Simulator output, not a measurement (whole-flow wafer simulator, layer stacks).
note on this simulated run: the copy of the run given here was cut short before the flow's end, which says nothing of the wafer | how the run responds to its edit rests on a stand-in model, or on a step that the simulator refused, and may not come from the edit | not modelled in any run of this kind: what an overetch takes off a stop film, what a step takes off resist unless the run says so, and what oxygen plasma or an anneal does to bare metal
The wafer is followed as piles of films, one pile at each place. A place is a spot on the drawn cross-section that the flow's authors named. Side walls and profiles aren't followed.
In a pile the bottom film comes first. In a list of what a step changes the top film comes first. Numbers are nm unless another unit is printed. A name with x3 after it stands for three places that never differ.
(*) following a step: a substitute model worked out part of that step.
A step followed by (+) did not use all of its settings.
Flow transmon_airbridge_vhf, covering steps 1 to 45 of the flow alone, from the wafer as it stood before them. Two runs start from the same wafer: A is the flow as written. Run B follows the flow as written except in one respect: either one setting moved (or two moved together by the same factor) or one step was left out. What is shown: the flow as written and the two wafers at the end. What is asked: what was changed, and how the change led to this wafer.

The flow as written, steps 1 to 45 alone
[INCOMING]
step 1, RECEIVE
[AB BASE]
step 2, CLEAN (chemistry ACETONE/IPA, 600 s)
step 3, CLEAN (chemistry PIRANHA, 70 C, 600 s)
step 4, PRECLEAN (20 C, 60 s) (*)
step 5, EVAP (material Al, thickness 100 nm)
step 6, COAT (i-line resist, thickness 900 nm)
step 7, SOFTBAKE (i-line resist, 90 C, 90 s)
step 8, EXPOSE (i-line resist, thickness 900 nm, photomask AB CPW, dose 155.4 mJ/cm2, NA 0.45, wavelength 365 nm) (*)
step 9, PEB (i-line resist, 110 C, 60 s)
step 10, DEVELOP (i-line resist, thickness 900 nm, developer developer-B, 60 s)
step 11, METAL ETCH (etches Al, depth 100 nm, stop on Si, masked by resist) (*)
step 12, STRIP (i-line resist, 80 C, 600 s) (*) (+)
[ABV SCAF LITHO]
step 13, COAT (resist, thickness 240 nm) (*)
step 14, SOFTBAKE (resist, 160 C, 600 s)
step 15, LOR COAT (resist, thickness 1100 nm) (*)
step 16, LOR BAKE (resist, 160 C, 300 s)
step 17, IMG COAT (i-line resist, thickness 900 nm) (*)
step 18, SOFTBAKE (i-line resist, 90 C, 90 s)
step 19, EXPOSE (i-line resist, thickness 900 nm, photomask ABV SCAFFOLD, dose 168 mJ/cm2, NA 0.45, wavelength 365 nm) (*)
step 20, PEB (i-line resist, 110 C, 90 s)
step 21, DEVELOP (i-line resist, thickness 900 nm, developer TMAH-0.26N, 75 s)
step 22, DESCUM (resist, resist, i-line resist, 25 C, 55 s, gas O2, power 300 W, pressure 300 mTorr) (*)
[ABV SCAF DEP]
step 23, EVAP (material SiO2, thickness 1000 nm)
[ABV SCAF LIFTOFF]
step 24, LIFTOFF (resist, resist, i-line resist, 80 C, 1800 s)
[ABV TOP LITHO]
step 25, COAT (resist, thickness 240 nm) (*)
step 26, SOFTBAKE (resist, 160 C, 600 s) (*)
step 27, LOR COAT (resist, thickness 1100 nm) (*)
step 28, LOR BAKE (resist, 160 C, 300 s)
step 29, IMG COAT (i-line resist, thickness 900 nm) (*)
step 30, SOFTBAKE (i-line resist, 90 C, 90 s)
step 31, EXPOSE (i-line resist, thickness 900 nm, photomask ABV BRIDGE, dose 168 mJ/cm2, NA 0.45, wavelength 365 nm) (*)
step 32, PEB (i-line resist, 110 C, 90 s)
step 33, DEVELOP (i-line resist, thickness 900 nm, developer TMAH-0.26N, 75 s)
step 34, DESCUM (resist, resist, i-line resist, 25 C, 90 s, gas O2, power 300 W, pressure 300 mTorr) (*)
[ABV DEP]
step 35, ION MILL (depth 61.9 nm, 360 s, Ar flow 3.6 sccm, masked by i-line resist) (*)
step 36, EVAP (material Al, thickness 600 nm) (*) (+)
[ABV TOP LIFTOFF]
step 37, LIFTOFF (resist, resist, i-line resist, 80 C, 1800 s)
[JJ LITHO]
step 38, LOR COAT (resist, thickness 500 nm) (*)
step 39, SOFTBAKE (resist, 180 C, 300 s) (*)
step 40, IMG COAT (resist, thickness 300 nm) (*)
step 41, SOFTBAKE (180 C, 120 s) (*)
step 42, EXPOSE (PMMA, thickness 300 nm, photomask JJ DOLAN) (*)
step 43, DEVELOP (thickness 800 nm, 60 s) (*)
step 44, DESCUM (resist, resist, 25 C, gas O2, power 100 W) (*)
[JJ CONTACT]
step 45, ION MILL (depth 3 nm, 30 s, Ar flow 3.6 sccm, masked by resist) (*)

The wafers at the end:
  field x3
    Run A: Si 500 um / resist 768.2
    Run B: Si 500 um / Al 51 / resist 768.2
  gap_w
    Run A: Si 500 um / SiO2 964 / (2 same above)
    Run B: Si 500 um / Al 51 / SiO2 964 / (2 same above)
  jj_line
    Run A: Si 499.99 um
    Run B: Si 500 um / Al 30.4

The reason: step 5, EVAP: thickness 151 nm was run, whereas the flow has thickness 100 nm.

The path from the change to this, step by step:
  step 5, EVAP (material Al, thickness 100 nm)
      field x3, jj_line, ground_far and 12 more: A Al gains 100 (new film) | B Al gains 151 (new film)
  step 11, METAL ETCH (etches Al, depth 100 nm, stop on Si, masked by resist) (*)
      field x3, jj_line, gap_w, gap_e: A Al loses 100 (all of it) | B Al loses 100
  step 45, ION MILL (depth 3 nm, 30 s, Ar flow 3.6 sccm, masked by resist) (*)
      jj_line: A Si loses 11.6 | B Al loses 20.6
If metal films that touch count as one body, field x3 has 1 body; the flow as written gives 0 bodies.
If metal films that touch count as one body, gap_w has 2 bodies (between them, from the top down: SiO2 964); the flow as written gives 1 body.
If metal films that touch count as one body, jj_line has 1 body; the flow as written gives 0 bodies.
